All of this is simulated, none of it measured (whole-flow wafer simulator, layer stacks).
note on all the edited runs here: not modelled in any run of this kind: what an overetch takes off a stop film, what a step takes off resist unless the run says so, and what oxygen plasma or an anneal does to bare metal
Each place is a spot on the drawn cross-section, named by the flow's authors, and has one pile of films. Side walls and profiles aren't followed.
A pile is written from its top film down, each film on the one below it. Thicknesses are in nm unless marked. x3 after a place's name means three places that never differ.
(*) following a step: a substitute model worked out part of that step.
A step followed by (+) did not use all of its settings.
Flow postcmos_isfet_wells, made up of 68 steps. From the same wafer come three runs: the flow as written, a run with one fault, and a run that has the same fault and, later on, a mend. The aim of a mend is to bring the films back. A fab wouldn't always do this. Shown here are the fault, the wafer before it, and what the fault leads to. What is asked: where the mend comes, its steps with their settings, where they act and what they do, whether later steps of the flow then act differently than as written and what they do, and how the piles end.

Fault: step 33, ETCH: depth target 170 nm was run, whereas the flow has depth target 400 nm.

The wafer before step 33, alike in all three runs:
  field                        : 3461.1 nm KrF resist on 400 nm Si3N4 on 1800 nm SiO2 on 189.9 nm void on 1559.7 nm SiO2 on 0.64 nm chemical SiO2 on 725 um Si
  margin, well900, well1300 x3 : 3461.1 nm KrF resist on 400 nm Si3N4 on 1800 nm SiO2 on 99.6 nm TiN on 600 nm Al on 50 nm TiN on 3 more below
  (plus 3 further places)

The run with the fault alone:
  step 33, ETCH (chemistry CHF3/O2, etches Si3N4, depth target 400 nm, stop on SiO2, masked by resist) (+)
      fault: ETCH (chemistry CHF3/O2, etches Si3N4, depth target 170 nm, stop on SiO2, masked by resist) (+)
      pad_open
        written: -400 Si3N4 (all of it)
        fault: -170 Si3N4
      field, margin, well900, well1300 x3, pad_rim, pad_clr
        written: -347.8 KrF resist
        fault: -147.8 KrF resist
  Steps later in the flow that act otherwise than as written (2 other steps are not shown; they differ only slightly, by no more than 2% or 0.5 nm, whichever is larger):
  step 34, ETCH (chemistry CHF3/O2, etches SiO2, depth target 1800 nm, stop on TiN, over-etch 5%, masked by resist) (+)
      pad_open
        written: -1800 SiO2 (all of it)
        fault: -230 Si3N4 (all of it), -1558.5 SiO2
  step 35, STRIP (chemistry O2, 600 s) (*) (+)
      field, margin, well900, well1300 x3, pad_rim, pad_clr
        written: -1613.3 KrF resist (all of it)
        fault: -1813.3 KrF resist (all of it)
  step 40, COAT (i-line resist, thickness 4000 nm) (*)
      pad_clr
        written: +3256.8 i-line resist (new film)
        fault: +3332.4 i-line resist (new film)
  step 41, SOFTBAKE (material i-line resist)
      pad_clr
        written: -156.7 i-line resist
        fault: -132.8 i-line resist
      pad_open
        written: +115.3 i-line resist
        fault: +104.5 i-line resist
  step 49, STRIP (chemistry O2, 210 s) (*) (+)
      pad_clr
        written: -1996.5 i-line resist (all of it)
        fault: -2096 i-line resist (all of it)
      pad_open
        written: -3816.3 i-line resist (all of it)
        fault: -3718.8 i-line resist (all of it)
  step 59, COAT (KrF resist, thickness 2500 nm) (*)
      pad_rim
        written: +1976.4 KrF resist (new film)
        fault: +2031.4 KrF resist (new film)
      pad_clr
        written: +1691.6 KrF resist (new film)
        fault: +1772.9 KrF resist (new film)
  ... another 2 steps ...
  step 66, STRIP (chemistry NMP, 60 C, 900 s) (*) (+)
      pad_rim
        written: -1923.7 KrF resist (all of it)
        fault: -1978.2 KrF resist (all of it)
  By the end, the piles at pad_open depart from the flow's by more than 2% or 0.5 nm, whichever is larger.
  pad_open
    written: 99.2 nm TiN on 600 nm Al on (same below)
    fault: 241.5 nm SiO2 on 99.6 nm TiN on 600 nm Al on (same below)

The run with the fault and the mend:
  After step 33 comes the mend.
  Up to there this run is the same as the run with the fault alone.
  step 33a, ETCH (chemistry CHF3/O2, etches Si3N4, depth target 230 nm, stop on SiO2, masked by resist) (the flow's step 33, run once more with other settings)
      field, margin, well900, well1300 x3, pad_rim, pad_clr
        -200 KrF resist
      pad_open
        -230 Si3N4 (all of it)
  None of the later steps of the flow acts differently than as written at any place that is followed.
  By the end, the piles equal the flow's at every place that both follow.
